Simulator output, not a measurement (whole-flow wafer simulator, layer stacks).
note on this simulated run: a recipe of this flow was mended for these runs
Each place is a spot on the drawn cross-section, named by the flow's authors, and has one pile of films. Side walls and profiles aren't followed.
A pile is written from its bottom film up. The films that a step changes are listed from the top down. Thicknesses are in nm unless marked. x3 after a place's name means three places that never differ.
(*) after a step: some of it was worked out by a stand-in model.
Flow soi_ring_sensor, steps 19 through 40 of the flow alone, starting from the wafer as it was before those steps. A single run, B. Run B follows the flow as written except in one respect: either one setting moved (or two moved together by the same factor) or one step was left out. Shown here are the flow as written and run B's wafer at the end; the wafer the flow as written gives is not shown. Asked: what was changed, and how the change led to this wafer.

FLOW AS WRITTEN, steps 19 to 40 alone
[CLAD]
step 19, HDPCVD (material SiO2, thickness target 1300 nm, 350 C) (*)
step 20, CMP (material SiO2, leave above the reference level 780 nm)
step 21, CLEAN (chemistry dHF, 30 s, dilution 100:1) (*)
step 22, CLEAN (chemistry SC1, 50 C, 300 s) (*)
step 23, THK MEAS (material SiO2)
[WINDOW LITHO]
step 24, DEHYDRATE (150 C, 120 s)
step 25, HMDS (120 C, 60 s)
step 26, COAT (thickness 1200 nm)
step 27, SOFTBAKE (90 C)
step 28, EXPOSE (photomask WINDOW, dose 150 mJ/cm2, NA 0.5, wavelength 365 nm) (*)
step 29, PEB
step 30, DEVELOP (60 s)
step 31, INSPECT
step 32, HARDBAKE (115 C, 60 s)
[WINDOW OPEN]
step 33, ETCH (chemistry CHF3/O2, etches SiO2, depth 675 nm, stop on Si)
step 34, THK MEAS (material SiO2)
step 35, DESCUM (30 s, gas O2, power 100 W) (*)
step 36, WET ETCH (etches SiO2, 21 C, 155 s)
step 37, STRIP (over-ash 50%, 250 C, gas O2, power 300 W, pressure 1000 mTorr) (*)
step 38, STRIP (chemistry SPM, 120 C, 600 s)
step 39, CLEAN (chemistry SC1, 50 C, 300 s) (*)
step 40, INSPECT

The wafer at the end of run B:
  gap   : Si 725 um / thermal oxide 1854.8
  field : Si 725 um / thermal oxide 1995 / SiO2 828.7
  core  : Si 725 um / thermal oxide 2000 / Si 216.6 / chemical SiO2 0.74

What caused this: step 19, HDPCVD: thickness target 832 nm was run, though the flow has thickness target 1300 nm.

How this came from the change, step by step:
  step 19, HDPCVD (material SiO2, thickness target 1300 nm, 350 C) (*)
      core, gap, window, field, core_clad, gap_clad: +832 SiO2 (new film) (as written it would have been: +1300 SiO2 (new film))
  step 20, CMP (material SiO2, leave above the reference level 780 nm)
      gap, window, field, gap_clad: nothing (as written it would have been: -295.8 SiO2)
      core, core_clad: -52 SiO2 (as written it would have been: -520 SiO2)
  step 26, COAT (thickness 1200 nm)
      core, core_clad: +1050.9 i-line-resist (new film) (as written it would have been: +1200 i-line-resist (new film))
      gap, gap_clad: +1224.8 i-line-resist (new film) (as written it would have been: +1200 i-line-resist (new film))
  step 27, SOFTBAKE (90 C)
      core, core_clad: -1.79 i-line-resist (as written it would have been: nothing)
      gap, gap_clad: -2.24 i-line-resist (as written it would have been: nothing)
      (also at 1 further place)
  step 29, PEB
      core, core_clad: -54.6 i-line-resist (as written it would have been: -62.8 i-line-resist)
  step 30, DEVELOP (60 s)
      core: -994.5 i-line-resist (all of it) (as written it would have been: -1137.2 i-line-resist (all of it))
  step 32, HARDBAKE (115 C, 60 s)
      core_clad: -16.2 i-line-resist (as written it would have been: -18.9 i-line-resist)
  step 36, WET ETCH (etches SiO2, 21 C, 155 s)
      gap, window: -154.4 SiO2 (all of it), -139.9 thermal oxide (as written it would have been: -326.6 SiO2 (all of it), -25 thermal oxide)
  step 37, STRIP (over-ash 50%, 250 C, gas O2, power 300 W, pressure 1000 mTorr) (*)
      core_clad: -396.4 i-line-resist (all of it) (as written it would have been: -536.4 i-line-resist (all of it))
      gap_clad: -557.5 i-line-resist (all of it) (as written it would have been: -536.4 i-line-resist (all of it))
